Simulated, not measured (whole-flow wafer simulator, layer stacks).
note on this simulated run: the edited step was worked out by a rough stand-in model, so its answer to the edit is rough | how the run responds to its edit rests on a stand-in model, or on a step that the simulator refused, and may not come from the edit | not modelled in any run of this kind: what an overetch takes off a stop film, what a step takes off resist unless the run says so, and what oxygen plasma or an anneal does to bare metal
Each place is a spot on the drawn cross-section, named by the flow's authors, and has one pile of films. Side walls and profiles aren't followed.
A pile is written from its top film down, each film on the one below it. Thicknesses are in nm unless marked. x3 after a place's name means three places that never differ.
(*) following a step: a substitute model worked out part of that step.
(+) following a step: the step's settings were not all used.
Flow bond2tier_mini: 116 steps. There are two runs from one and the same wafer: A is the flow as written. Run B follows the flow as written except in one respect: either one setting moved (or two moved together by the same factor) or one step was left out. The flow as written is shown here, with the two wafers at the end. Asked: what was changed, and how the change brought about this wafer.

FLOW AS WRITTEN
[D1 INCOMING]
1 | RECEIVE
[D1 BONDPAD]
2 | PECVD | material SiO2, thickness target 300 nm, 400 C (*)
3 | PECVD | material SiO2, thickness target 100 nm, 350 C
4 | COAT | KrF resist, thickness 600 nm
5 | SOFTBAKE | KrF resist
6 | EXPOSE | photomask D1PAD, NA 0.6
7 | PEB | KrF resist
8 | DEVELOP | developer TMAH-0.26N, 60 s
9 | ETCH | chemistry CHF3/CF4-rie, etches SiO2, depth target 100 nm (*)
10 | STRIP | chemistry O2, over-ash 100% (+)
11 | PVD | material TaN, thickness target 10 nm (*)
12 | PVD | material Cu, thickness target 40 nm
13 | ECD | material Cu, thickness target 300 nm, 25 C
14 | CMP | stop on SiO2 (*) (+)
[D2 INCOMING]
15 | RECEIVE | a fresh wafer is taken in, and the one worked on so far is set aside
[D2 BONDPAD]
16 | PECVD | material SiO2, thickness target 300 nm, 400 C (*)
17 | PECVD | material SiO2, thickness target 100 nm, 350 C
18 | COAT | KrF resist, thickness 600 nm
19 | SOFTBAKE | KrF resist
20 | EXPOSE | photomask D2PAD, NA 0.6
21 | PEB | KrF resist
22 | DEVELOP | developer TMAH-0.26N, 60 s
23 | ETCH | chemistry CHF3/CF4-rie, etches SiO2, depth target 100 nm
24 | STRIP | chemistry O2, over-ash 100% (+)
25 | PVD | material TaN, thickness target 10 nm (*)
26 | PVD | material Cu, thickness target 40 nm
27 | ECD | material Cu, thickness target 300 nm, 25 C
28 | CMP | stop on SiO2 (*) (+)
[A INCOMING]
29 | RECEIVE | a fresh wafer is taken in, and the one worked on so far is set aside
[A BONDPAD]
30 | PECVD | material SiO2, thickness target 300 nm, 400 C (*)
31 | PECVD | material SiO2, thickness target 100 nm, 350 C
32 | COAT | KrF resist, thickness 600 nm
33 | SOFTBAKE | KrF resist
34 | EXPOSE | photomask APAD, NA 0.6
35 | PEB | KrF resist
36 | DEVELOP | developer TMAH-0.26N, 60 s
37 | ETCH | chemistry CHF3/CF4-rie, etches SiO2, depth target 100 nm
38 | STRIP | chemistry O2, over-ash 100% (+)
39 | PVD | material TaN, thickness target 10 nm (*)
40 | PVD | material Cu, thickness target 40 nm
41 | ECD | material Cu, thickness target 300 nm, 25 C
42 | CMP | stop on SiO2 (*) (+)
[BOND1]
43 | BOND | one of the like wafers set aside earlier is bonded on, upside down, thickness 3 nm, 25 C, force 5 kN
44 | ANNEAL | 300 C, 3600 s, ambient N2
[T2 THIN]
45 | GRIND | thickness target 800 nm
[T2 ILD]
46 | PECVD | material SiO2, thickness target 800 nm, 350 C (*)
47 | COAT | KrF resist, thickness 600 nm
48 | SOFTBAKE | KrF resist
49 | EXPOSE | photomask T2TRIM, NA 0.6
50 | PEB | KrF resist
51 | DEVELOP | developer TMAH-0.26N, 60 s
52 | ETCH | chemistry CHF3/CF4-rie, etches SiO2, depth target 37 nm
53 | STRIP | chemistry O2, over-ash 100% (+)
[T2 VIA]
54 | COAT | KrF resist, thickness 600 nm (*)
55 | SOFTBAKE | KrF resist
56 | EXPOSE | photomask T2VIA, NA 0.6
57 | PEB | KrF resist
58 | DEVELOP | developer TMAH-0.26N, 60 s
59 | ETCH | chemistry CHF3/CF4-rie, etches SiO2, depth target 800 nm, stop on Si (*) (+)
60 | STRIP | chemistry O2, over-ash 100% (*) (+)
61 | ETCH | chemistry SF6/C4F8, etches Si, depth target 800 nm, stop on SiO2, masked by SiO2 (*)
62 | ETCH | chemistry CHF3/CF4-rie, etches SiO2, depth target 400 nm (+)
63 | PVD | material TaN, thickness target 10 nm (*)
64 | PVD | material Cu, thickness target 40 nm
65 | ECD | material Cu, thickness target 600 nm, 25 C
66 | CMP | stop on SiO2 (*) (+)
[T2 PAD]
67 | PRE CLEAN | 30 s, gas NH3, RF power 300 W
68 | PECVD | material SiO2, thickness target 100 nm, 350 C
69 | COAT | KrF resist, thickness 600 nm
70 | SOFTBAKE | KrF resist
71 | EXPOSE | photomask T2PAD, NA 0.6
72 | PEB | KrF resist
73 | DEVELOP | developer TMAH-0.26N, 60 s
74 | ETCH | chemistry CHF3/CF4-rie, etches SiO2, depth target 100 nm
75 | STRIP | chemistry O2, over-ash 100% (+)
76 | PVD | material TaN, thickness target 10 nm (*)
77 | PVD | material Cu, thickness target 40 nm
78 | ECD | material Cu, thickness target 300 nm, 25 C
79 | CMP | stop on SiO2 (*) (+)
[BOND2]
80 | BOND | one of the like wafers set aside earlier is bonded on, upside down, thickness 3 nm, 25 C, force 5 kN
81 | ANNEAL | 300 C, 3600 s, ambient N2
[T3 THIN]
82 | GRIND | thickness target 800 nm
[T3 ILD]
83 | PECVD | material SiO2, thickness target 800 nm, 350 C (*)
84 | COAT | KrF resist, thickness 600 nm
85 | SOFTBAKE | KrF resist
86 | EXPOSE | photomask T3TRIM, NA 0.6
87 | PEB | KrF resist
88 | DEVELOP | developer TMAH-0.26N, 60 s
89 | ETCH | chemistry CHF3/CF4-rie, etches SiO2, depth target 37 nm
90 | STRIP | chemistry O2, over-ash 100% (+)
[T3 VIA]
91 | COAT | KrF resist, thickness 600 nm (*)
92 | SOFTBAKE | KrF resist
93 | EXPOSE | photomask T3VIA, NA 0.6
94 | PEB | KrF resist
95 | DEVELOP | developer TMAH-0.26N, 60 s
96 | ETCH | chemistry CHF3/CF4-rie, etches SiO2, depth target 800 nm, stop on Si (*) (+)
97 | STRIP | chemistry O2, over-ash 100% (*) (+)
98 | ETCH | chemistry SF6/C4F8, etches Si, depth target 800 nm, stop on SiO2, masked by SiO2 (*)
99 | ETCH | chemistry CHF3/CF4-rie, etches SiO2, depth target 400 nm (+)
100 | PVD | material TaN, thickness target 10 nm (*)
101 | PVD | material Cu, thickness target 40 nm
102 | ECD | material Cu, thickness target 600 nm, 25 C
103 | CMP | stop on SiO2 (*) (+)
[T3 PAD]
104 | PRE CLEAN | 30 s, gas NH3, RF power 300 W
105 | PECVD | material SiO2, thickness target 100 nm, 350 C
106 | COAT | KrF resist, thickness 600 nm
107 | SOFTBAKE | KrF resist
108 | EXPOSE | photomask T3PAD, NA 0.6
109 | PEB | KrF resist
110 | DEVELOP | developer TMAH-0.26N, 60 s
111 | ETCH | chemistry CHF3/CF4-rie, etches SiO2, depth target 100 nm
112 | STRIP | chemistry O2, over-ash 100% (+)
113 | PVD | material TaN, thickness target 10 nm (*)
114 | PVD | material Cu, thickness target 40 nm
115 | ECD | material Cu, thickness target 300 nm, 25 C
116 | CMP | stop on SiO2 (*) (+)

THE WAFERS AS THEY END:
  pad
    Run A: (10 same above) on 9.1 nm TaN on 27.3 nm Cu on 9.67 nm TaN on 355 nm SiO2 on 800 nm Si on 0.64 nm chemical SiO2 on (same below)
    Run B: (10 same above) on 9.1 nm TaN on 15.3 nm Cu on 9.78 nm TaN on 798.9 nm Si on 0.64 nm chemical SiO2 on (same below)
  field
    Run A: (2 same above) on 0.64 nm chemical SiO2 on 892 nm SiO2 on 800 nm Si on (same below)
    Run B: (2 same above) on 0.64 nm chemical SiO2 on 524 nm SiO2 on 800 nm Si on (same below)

Cause: step 46, PECVD: thickness target 432 nm was run, while the flow as written has thickness target 800 nm.

How this came from the change, step by step:
  46 | PECVD | material SiO2, thickness target 800 nm, 350 C (*)
      field, pad, via: A SiO2 gains 800 (new film) | B SiO2 gains 432 (new film)
  59 | ETCH | chemistry CHF3/CF4-rie, etches SiO2, depth target 800 nm, stop on Si (*) (+)
      field, pad: A KrF resist loses 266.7 | B KrF resist loses 197.5
      via: A SiO2 loses 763 (all of it) | B SiO2 loses 395 (all of it)
  60 | STRIP | chemistry O2, over-ash 100% (*) (+)
      field: A KrF resist loses 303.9 (all of it) | B KrF resist loses 373.1 (all of it)
      pad: A KrF resist loses 336 (all of it) | B KrF resist loses 405.1 (all of it)
  62 | ETCH | chemistry CHF3/CF4-rie, etches SiO2, depth target 400 nm (+)
      pad: A SiO2 loses 400 | B SiO2 loses 387 (all of it), Si loses 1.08
